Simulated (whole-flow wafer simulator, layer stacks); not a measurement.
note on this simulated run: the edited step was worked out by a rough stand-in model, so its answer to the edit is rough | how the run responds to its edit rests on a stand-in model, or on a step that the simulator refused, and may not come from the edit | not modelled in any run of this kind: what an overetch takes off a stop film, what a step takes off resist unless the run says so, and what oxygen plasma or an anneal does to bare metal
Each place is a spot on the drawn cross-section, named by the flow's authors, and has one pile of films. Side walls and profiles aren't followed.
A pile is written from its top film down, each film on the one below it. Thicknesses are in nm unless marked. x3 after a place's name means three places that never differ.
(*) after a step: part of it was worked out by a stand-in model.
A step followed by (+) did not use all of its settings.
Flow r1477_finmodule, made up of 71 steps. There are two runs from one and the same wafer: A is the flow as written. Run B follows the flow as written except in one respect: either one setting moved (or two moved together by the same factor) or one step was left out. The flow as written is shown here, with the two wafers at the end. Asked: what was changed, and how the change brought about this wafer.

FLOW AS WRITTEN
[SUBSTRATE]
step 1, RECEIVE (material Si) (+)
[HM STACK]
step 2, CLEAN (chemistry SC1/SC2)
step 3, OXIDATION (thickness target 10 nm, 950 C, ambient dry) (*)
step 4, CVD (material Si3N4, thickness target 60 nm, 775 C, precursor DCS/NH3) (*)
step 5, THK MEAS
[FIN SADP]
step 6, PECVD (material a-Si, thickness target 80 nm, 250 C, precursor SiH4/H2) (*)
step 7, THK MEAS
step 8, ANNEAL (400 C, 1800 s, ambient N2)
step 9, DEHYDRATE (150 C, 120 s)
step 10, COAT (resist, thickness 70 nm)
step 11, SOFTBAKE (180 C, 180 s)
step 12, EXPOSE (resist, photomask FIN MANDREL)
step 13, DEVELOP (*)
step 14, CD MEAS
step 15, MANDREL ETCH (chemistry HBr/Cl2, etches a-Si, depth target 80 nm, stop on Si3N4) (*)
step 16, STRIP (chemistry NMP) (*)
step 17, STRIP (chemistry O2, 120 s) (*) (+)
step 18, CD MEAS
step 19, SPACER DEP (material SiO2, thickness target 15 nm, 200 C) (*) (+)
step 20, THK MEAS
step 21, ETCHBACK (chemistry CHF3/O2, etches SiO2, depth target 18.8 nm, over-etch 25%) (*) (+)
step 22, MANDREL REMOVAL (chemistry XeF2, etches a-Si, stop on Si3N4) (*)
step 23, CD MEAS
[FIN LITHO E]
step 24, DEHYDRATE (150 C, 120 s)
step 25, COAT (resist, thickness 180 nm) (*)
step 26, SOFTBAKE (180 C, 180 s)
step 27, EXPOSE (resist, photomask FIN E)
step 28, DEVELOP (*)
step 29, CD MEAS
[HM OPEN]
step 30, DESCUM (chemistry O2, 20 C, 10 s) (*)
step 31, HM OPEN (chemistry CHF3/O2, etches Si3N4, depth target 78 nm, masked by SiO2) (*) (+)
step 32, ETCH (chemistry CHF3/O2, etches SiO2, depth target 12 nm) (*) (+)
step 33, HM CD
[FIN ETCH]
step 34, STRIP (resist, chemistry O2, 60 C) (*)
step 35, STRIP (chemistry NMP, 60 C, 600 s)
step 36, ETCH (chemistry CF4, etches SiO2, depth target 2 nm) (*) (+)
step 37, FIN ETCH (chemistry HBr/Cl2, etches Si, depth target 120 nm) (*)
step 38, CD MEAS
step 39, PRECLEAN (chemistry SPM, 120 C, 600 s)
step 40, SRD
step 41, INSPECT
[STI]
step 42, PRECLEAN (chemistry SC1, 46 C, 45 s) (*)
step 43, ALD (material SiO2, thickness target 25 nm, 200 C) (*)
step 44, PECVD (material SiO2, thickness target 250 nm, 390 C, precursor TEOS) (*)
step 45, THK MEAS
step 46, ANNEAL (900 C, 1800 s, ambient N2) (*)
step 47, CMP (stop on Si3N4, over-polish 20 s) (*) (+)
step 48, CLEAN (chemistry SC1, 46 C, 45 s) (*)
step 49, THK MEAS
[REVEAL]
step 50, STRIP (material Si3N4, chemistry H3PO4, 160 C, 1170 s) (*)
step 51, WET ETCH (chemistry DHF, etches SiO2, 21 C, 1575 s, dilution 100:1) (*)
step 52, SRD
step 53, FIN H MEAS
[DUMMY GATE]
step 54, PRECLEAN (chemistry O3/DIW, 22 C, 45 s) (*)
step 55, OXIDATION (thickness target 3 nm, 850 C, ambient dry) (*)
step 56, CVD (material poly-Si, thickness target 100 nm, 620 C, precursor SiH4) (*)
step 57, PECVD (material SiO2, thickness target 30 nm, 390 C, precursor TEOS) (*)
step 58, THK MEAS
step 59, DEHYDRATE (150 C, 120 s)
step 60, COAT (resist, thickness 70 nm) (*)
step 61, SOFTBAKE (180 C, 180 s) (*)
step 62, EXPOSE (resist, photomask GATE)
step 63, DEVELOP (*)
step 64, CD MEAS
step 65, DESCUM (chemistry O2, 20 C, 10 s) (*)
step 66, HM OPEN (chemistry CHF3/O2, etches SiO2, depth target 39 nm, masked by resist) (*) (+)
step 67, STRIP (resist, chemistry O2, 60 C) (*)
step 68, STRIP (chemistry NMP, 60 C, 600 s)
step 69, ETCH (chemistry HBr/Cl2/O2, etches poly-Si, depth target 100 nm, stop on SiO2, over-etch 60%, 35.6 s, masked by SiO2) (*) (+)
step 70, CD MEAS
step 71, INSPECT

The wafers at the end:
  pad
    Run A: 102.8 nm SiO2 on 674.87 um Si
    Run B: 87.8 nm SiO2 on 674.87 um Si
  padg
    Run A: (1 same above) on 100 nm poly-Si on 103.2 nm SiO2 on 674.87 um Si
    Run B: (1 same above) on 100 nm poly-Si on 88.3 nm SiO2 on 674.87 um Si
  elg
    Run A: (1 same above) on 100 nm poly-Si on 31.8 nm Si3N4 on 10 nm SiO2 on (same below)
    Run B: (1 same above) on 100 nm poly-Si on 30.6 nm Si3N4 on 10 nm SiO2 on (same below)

What caused this: step 51, WET ETCH: 1851 s was run, whereas the flow has 1575 s.

The path from the change to this, step by step:
  step 51, WET ETCH (chemistry DHF, etches SiO2, 21 C, 1575 s, dilution 100:1) (*)
      pad, padg, e40sg and 12 more: A -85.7 SiO2 | B -100.7 SiO2
      elg, e40lg, e100lg, e200lg, elo, e40lo, e100lo, e200lo: A -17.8 SiO2 (all of it), -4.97 Si3N4 | B -17.8 SiO2 (all of it), -6.09 Si3N4
      (also at 7 further places)
  step 56, CVD (material poly-Si, thickness target 100 nm, 620 C, precursor SiH4) (*)
      s40cg, s40co: A +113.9 poly-Si (new film) | B +129.8 poly-Si (new film)
      s45cg, s45co: A +113.4 poly-Si (new film) | B +129.8 poly-Si (new film)
      (also at 3 further places)
  step 60, COAT (resist, thickness 70 nm) (*)
      e40sg, eso, e40so: A +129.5 resist (new film) | B +142.7 resist (new film)
      e100sg, e100so: A +129.4 resist (new film) | B +142.6 resist (new film)
      (also at 14 further places)
  step 63, DEVELOP (*)
      eso, e40so: A -129.5 resist (all of it) | B -142.7 resist (all of it)
      e100so: A -129.4 resist (all of it) | B -142.6 resist (all of it)
      (also at 7 further places)
  step 67, STRIP (resist, chemistry O2, 60 C) (*)
      e40lg, e100lg, e200lg: A -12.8 resist (all of it) | B -12.1 resist (all of it)
      e40sg: A -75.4 resist (all of it) | B -88.5 resist (all of it)
      (also at 8 further places)
  step 69, ETCH (chemistry HBr/Cl2/O2, etches poly-Si, depth target 100 nm, stop on SiO2, over-etch 60%, 35.6 s, masked by SiO2) (*) (+)
      s40co: A -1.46 chemical SiO2 (all of it), -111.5 poly-Si (all of it), -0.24 SiO2 | B -1.51 chemical SiO2 (all of it), -127.3 poly-Si (all of it), -0.16 SiO2
      s45co: A -1.46 chemical SiO2 (all of it), -110.9 poly-Si (all of it), -0.25 SiO2 | B -1.51 chemical SiO2 (all of it), -127.3 poly-Si (all of it), -0.16 SiO2
      (also at 1 further place)
